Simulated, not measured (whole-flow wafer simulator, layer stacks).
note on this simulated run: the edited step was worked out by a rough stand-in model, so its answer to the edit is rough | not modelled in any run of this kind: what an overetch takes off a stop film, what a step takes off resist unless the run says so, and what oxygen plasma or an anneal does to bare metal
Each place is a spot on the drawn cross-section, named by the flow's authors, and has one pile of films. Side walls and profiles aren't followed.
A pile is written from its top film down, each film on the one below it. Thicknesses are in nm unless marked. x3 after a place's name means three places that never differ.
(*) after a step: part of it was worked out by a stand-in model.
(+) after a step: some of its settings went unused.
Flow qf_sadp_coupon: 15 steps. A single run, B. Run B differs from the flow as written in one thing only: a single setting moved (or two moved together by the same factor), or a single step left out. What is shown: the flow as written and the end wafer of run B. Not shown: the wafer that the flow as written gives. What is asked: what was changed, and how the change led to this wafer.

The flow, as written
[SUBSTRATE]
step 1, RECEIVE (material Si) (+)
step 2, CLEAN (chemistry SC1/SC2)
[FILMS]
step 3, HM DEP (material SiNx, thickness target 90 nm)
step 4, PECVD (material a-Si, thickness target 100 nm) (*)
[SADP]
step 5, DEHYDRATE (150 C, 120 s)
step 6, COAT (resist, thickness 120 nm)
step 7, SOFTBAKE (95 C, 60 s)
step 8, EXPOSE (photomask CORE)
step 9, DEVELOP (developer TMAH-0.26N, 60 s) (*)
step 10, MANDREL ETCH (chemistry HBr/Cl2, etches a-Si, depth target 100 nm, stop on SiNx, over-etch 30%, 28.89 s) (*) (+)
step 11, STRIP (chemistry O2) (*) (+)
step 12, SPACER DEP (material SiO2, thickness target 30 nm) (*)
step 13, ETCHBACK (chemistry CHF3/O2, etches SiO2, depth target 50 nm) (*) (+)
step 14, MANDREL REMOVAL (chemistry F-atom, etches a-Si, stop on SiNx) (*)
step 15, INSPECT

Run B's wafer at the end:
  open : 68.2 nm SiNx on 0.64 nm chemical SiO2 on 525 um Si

The reason: step 4, PECVD: thickness target 110.9 nm was run, while the flow as written has thickness target 100 nm.

The path from the change to this, step by step:
  step 4, PECVD (material a-Si, thickness target 100 nm) (*)
      m, open: a-Si gains 110.9 (new film) (as written it would have been: a-Si gains 100 (new film))
  step 10, MANDREL ETCH (chemistry HBr/Cl2, etches a-Si, depth target 100 nm, stop on SiNx, over-etch 30%, 28.89 s) (*) (+)
      open: a-Si loses 110.9 (all of it), SiNx loses 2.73 (as written it would have been: a-Si loses 100 (all of it), SiNx loses 4.29)
  step 14, MANDREL REMOVAL (chemistry F-atom, etches a-Si, stop on SiNx) (*)
      m: a-Si loses 106.7 (all of it) (as written it would have been: a-Si loses 95.8 (all of it))
